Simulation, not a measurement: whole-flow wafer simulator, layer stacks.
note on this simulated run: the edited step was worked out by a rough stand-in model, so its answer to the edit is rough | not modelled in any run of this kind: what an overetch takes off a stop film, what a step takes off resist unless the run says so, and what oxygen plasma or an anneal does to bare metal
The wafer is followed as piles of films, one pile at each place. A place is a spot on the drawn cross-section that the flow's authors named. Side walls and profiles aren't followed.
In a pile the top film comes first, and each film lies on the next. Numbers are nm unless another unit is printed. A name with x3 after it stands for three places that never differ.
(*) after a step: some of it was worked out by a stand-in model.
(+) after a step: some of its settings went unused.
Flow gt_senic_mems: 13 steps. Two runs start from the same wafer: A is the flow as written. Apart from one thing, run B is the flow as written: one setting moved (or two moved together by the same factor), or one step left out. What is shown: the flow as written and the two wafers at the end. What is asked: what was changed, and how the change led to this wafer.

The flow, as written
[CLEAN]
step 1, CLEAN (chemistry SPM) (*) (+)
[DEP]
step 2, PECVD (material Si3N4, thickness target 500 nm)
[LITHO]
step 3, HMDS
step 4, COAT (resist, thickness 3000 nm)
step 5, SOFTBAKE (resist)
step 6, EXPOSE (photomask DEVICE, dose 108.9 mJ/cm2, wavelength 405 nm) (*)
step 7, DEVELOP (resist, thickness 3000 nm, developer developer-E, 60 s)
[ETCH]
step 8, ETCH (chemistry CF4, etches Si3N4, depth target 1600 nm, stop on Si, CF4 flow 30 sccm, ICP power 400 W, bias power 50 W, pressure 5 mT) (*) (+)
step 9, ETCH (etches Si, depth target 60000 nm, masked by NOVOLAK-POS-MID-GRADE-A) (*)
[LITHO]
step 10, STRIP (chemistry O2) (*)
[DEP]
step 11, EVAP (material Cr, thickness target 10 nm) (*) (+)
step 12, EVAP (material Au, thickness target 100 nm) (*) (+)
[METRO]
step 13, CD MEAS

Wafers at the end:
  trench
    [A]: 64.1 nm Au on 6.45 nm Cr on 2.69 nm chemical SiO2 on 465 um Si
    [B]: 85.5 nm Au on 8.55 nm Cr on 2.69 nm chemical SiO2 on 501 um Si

What caused this: step 9, ETCH: depth target 24000 nm was run, though the flow has depth target 60000 nm.

The path from the change to this, step by step:
  step 9, ETCH (etches Si, depth target 60000 nm, masked by NOVOLAK-POS-MID-GRADE-A) (*)
      field: A -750 resist | B -300 resist
      trench: A -60 um Si | B -24 um Si
  step 10, STRIP (chemistry O2) (*)
      field: A -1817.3 resist (all of it) | B -2267.3 resist (all of it)
  step 11, EVAP (material Cr, thickness target 10 nm) (*) (+)
      trench: A +6.45 Cr (new film) | B +8.55 Cr (new film)
  step 12, EVAP (material Au, thickness target 100 nm) (*) (+)
      trench: A +64.1 Au (new film) | B +85.5 Au (new film)
